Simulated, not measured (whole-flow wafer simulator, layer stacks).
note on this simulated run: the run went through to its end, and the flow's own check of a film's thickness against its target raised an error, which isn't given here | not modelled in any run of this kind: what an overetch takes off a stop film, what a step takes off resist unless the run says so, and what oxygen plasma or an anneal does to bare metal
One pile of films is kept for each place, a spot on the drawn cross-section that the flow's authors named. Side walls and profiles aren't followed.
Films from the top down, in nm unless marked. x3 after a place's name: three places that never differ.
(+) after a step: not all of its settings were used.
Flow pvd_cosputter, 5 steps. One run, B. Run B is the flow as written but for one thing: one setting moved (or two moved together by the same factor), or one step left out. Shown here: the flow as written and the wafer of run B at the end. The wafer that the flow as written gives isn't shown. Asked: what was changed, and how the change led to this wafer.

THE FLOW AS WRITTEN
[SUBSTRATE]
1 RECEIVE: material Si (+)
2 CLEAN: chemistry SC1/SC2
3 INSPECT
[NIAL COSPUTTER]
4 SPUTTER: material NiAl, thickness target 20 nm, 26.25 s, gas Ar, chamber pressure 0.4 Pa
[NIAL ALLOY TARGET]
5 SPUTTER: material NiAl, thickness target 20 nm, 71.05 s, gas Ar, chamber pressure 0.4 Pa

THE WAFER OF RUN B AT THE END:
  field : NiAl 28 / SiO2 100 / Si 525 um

The cause: step 5, SPUTTER: thickness target 8 nm was run, where the flow has thickness target 20 nm; step 5, SPUTTER: 28.42 s was run, where the flow has 71.05 s.

How the change led to this, step by step:
  5 SPUTTER: material NiAl, thickness target 20 nm, 71.05 s, gas Ar, chamber pressure 0.4 Pa
      field: NiAl +8 (as written it would be: NiAl +20)
